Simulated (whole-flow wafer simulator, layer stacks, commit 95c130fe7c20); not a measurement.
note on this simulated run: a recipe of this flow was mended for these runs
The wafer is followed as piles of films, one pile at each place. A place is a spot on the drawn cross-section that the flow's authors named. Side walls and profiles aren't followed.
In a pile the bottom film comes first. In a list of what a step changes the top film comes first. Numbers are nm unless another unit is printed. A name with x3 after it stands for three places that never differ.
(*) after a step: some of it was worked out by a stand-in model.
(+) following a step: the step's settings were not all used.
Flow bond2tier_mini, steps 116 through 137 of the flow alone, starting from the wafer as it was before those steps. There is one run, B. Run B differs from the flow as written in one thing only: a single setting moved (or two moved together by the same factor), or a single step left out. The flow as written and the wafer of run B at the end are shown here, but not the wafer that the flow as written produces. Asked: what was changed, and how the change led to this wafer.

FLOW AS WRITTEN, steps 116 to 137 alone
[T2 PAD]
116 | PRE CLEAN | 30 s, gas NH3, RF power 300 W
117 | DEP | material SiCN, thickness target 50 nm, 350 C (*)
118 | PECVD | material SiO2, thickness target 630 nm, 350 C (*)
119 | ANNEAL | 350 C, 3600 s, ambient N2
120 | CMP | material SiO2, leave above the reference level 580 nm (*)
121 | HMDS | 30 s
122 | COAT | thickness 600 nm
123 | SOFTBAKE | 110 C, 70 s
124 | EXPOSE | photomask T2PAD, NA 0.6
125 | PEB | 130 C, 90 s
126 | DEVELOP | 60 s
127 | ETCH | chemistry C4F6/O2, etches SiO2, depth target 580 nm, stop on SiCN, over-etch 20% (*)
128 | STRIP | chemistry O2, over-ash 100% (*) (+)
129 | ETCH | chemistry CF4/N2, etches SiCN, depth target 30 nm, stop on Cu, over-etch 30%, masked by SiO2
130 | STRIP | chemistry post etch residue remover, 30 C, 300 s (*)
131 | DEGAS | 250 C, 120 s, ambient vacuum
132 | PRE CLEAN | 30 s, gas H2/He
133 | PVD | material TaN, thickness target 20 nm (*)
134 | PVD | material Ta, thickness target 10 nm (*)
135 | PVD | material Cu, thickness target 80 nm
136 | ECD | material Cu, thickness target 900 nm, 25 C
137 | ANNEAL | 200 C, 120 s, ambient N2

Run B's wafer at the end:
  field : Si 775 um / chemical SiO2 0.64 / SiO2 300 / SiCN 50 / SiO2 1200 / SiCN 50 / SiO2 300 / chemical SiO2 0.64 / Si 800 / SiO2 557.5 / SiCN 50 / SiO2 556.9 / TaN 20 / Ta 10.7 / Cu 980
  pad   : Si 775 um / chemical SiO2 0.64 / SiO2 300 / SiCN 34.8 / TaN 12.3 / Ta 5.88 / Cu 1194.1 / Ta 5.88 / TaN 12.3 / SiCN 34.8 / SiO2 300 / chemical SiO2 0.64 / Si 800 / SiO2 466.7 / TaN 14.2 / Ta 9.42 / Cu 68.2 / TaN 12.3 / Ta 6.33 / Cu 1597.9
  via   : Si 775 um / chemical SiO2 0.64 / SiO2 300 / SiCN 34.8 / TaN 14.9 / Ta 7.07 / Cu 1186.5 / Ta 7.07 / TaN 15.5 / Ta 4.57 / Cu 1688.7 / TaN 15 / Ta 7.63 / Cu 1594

What caused this: step 134, PVD: thickness target 10.7 nm was run, while the flow as written has thickness target 10 nm.
One can read it off the wafer: field has Ta 10.7, and step 134 as written asks for 10 nm.

Step by step, how the change led to this:
  134 | PVD | material Ta, thickness target 10 nm (*)
      field: +10.7 Ta (new film) (in the flow as written it would be: +10 Ta (new film))
